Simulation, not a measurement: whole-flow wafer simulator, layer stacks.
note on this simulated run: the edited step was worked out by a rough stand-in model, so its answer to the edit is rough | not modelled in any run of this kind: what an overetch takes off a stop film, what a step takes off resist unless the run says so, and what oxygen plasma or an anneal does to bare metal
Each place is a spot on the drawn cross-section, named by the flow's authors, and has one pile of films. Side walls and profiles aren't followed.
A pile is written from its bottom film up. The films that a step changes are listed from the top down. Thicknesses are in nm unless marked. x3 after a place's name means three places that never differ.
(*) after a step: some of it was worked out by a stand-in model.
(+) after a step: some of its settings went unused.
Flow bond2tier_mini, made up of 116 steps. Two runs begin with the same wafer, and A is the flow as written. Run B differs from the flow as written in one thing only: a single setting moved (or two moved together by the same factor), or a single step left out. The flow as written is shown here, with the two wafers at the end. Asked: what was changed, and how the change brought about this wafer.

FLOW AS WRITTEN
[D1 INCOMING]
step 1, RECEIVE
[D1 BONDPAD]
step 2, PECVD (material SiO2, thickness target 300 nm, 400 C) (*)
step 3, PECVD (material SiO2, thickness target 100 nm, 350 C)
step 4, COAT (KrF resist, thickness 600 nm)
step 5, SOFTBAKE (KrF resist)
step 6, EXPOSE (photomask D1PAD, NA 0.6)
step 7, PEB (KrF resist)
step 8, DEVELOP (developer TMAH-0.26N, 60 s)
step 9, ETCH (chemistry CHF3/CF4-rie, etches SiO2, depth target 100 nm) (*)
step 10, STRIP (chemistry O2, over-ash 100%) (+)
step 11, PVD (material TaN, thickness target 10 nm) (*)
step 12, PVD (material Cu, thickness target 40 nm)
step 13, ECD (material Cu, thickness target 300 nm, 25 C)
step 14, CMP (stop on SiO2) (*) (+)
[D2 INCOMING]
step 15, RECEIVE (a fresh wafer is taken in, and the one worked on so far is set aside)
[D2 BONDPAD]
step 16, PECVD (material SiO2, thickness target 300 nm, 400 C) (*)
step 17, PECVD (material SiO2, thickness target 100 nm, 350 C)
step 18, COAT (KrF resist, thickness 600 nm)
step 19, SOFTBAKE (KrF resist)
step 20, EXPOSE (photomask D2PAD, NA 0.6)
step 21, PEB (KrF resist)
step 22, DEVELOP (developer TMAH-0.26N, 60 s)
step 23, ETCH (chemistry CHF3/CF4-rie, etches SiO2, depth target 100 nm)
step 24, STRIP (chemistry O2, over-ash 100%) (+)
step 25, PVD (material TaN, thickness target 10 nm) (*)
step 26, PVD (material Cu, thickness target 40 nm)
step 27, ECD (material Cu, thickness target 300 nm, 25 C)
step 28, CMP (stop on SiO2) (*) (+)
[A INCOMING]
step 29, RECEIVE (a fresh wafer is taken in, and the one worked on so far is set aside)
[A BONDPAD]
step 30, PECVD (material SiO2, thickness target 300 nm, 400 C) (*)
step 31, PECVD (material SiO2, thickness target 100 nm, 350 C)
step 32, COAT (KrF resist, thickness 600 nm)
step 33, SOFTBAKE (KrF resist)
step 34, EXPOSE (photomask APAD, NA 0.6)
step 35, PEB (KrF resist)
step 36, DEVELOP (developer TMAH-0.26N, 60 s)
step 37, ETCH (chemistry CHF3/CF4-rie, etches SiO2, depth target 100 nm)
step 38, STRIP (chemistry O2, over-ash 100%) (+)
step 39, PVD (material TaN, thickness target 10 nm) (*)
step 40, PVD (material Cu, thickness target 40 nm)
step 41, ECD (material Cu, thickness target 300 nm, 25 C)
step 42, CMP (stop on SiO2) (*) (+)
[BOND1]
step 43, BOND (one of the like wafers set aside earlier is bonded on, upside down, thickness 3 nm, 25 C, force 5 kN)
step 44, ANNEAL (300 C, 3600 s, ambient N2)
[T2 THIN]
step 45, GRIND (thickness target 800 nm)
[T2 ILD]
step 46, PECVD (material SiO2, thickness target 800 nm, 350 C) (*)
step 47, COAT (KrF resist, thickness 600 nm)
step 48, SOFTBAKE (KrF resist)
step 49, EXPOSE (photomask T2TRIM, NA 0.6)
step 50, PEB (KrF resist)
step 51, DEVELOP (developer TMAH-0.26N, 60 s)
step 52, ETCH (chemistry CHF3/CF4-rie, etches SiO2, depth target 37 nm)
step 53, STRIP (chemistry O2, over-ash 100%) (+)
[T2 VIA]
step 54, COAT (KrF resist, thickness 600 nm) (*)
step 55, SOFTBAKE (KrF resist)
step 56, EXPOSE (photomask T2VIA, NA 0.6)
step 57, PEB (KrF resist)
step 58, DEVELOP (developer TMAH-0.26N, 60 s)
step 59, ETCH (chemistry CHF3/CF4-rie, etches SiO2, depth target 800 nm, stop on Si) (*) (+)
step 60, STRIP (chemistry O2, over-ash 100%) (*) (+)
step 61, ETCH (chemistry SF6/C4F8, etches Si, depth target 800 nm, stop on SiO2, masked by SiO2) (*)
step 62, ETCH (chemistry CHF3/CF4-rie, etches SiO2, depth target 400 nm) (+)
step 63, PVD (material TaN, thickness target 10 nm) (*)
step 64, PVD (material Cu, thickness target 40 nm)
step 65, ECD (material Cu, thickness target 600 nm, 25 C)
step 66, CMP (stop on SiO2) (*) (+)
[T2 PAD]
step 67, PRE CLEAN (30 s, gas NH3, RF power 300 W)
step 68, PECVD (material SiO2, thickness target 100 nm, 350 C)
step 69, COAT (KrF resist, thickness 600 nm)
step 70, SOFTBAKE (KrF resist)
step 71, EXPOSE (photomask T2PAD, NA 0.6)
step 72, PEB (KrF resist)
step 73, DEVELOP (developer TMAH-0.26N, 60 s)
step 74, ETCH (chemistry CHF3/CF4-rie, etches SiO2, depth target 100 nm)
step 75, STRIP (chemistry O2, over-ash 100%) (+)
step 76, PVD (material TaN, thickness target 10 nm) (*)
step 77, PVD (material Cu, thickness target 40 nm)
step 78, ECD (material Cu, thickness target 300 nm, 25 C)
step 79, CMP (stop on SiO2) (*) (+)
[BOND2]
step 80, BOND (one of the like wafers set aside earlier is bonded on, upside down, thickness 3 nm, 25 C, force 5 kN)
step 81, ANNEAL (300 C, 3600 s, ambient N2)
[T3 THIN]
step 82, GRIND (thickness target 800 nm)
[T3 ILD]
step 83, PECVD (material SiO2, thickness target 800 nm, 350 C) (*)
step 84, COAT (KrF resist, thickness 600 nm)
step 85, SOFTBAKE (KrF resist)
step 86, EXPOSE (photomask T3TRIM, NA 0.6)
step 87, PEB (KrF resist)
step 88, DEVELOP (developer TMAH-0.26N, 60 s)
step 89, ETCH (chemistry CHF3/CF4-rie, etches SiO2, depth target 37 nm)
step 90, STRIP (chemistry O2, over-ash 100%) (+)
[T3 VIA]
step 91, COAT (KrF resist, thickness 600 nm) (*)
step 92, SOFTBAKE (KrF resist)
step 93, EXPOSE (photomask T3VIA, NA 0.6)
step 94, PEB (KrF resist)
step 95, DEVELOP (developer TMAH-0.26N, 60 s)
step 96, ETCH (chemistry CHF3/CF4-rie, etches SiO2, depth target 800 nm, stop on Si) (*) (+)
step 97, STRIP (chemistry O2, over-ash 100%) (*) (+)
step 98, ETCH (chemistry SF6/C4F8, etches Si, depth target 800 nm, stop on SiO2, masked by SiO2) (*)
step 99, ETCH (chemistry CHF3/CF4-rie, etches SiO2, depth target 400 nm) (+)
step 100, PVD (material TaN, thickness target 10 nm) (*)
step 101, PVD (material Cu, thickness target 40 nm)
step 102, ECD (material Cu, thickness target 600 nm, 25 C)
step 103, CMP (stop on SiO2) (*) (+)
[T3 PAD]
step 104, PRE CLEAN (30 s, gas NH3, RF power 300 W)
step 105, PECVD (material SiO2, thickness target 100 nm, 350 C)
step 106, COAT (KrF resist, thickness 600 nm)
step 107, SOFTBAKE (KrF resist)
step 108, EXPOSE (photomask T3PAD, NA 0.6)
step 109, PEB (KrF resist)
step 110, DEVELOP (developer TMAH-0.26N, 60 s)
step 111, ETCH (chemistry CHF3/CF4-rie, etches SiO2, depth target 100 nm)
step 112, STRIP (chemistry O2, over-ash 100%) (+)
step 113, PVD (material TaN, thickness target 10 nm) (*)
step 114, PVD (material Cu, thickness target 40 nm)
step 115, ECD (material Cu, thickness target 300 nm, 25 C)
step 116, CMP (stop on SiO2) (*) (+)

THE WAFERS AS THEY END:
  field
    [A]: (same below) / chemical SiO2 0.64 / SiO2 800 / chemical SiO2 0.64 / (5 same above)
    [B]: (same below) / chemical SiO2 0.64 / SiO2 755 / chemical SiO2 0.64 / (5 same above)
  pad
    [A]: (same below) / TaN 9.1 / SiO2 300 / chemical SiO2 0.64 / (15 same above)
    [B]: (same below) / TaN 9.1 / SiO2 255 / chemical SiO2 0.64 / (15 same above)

Cause: step 2, PECVD: thickness target 255 nm was run, while the flow as written has thickness target 300 nm.
One can read it off the wafer: pad has SiO2 255, and step 2 as written asks for 300 nm.

The path from the change to this, step by step:
  step 2, PECVD (material SiO2, thickness target 300 nm, 400 C) (*)
      field, pad, via: A +300 SiO2 (new film) | B +255 SiO2 (new film)
  step 43, BOND (one of the like wafers set aside earlier is bonded on, upside down, thickness 3 nm, 25 C, force 5 kN)
      field: A +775 um Si (new film), +0.64 chemical SiO2 (new film), +400 SiO2 | B +775 um Si (new film), +0.64 chemical SiO2 (new film), +355 SiO2
      pad: A +775 um Si (new film), +0.64 chemical SiO2 (new film), +300 SiO2 (new film), +9.1 TaN (new film), +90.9 Cu | B +775 um Si (new film), +0.64 chemical SiO2 (new film), +255 SiO2 (new film), +9.1 TaN (new film), +90.9 Cu
      (as well as at 1 more place)
